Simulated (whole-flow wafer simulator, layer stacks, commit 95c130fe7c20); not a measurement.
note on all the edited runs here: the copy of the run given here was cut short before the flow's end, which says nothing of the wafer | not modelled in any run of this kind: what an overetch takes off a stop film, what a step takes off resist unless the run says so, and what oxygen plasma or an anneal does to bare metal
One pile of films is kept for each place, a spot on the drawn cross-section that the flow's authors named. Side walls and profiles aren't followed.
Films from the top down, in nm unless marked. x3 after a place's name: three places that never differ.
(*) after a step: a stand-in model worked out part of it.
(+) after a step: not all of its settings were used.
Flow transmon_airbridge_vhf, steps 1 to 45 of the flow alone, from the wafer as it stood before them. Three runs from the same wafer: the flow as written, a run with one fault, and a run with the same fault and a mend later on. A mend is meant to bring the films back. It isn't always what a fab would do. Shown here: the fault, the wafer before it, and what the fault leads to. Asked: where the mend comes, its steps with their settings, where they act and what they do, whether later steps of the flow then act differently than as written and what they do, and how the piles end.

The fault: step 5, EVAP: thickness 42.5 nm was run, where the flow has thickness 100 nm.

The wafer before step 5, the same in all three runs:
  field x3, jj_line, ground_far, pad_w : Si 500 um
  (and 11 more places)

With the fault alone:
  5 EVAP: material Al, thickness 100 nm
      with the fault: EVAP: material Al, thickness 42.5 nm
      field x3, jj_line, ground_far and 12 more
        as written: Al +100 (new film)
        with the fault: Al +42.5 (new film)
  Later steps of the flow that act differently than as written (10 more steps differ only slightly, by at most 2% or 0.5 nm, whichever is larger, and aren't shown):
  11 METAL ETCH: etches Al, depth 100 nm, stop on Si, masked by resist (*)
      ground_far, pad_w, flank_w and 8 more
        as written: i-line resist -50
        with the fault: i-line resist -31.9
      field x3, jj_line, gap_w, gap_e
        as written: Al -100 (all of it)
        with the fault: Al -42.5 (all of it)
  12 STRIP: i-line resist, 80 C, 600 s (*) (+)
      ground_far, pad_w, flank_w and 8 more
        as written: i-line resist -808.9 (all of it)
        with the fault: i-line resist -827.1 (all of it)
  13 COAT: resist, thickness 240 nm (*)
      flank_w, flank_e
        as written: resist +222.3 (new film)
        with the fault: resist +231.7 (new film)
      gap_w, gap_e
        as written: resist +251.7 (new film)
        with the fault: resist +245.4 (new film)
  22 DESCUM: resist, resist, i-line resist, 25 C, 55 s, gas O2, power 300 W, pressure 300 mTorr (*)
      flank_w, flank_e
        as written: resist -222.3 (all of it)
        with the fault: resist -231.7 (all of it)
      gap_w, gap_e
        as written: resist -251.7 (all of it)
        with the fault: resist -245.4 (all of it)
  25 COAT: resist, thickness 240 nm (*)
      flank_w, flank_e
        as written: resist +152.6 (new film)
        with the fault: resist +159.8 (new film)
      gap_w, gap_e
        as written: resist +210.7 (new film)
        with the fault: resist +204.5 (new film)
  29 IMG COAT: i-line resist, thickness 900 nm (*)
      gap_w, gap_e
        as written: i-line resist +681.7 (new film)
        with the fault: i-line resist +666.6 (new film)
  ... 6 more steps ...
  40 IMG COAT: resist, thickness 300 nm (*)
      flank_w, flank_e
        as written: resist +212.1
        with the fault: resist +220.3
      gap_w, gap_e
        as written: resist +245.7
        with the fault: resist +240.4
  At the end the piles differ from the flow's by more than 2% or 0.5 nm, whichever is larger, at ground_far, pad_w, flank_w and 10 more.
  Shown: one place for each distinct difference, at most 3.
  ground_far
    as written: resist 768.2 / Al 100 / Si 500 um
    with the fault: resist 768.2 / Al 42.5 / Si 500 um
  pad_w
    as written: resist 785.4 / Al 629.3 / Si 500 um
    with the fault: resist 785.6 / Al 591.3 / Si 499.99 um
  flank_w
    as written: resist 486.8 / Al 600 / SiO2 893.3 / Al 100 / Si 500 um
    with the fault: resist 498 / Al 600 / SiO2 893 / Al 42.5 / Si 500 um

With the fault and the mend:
  The mend comes after step 10.
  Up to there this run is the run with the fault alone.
  10a STRIP: i-line resist, 80 C, 600 s (+)
      ground_far, pad_w, flank_w and 8 more
        i-line resist -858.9 (all of it)
  10b EVAP: material Al, thickness 57.5 nm (the flow's step 5 once more, with other settings)
      field x3, jj_line, ground_far and 12 more
        Al +57.5
  10c COAT: i-line resist, thickness 900 nm (the flow's step 6 once more)
      field x3, jj_line, ground_far and 12 more
        i-line resist +900 (new film)
  10d SOFTBAKE: i-line resist, 90 C, 90 s (the flow's step 7 once more)
      changes no film at any place that is followed
  10e EXPOSE: i-line resist, thickness 900 nm, photomask AB CPW, dose 155.4 mJ/cm2, NA 0.45, wavelength 365 nm (*) (the flow's step 8 once more)
      changes no film at any place that is followed
  10f PEB: i-line resist, 110 C, 60 s (the flow's step 9 once more)
      field x3, jj_line, ground_far and 12 more
        i-line resist -41
  10g DEVELOP: i-line resist, thickness 900 nm, developer developer-B, 60 s (the flow's step 10 once more)
      ground_far, pad_w, flank_w and 8 more
        i-line resist -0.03
      field x3, jj_line, gap_w, gap_e
        i-line resist -859 (all of it)
  No later step of the flow acts differently than as written at any place that is followed.
  At the end the piles are the same as the flow's at every place that both follow.
